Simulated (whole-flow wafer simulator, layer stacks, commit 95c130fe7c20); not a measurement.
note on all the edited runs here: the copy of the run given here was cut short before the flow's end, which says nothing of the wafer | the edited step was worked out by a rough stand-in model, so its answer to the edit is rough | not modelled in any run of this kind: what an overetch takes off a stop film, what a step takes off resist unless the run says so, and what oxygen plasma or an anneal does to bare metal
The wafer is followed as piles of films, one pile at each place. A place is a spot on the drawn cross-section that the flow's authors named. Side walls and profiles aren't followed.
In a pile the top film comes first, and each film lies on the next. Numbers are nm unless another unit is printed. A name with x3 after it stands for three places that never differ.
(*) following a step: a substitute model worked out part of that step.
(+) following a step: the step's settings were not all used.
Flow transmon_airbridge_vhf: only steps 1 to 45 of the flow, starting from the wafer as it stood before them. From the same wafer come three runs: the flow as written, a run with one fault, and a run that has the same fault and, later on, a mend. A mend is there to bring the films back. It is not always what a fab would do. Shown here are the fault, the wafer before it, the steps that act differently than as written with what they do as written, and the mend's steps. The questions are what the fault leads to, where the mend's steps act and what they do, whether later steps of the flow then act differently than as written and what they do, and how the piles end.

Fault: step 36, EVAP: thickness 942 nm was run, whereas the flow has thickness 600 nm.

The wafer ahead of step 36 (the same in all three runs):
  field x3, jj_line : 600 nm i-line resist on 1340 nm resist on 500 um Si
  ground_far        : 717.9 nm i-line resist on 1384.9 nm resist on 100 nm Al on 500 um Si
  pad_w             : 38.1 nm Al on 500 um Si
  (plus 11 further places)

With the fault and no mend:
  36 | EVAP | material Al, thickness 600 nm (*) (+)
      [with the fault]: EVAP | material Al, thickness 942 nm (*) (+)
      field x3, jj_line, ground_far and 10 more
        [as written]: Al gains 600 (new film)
        [with the fault]: Al gains 942 (new film)
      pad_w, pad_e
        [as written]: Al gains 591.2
        [with the fault]: Al gains 928.2
  Later steps of the flow acting differently than as written:
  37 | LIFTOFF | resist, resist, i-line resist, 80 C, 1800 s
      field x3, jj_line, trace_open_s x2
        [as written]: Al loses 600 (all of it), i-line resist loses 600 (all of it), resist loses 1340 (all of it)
        [with the fault]: Al loses 942 (all of it), i-line resist loses 600 (all of it), resist loses 1340 (all of it)
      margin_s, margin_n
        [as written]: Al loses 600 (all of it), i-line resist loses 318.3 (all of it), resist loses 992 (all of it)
        [with the fault]: Al loses 942 (all of it), i-line resist loses 318.3 (all of it), resist loses 992 (all of it)
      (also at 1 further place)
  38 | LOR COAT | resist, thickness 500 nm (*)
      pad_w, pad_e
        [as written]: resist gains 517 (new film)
        [with the fault]: resist gains 494.2 (new film)
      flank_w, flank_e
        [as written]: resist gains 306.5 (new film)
        [with the fault]: resist gains 298.1 (new film)
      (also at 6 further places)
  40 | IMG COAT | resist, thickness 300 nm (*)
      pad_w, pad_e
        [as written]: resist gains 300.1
        [with the fault]: resist gains 286.4
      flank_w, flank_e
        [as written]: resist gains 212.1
        [with the fault]: resist gains 201.1
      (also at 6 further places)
  The piles end different from the flow's at pad_w, flank_w, gap_w and 7 more by more than 2% or 0.5 nm, whichever is larger.
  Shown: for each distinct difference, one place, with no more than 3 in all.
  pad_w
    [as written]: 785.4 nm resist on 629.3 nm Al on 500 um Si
    [with the fault]: 748.8 nm resist on 966.3 nm Al on 500 um Si
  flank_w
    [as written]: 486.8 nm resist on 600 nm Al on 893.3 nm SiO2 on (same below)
    [with the fault]: 467.4 nm resist on 942 nm Al on 893.3 nm SiO2 on (same below)
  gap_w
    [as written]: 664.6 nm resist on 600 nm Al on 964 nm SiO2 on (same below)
    [with the fault]: 639.4 nm resist on 942 nm Al on 964 nm SiO2 on (same below)

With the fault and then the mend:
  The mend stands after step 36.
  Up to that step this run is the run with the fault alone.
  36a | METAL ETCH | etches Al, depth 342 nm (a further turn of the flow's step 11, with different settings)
      field x3, jj_line, ground_far and 12 more
        Al loses 342
  None of the later steps of the flow differs from how it acts as written, at any place that is followed, by more than 2% or 0.5 nm, whichever is larger.
  At the end the piles are close to the flow's at the places that both follow, differing by at most 2% or 0.5 nm, whichever is larger.
